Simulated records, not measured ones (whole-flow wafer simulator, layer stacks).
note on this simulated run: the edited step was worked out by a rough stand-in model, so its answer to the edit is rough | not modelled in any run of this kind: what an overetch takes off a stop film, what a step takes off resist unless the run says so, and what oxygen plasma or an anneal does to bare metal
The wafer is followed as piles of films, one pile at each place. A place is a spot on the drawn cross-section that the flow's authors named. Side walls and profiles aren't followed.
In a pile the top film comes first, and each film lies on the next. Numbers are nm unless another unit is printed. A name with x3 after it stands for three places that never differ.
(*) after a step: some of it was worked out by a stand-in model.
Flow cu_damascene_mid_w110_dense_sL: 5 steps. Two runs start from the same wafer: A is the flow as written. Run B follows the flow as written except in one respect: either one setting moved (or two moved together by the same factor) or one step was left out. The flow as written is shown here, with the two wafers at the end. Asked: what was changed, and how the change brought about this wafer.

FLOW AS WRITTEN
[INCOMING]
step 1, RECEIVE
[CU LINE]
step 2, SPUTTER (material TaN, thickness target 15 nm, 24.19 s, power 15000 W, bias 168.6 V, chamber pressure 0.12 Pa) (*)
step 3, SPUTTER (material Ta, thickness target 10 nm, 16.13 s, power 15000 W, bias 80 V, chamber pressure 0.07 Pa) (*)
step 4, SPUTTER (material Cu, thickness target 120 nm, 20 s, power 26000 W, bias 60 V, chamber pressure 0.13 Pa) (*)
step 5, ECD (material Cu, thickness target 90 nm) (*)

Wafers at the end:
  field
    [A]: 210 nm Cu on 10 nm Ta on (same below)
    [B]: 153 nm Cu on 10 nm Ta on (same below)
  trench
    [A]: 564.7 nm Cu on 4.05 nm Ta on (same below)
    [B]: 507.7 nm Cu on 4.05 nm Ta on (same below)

What caused this: step 4, SPUTTER: thickness target 63 nm was run, while the flow as written has thickness target 120 nm; step 4, SPUTTER: 10.5 s was run, where the flow has 20 s.

How this came from the change, step by step:
  step 4, SPUTTER (material Cu, thickness target 120 nm, 20 s, power 26000 W, bias 60 V, chamber pressure 0.13 Pa) (*)
      field: A +120 Cu (new film) | B +63 Cu (new film)
      trench: A +49.9 Cu (new film) | B +26.2 Cu (new film)
  step 5, ECD (material Cu, thickness target 90 nm) (*)
      trench: A +514.8 Cu | B +481.5 Cu
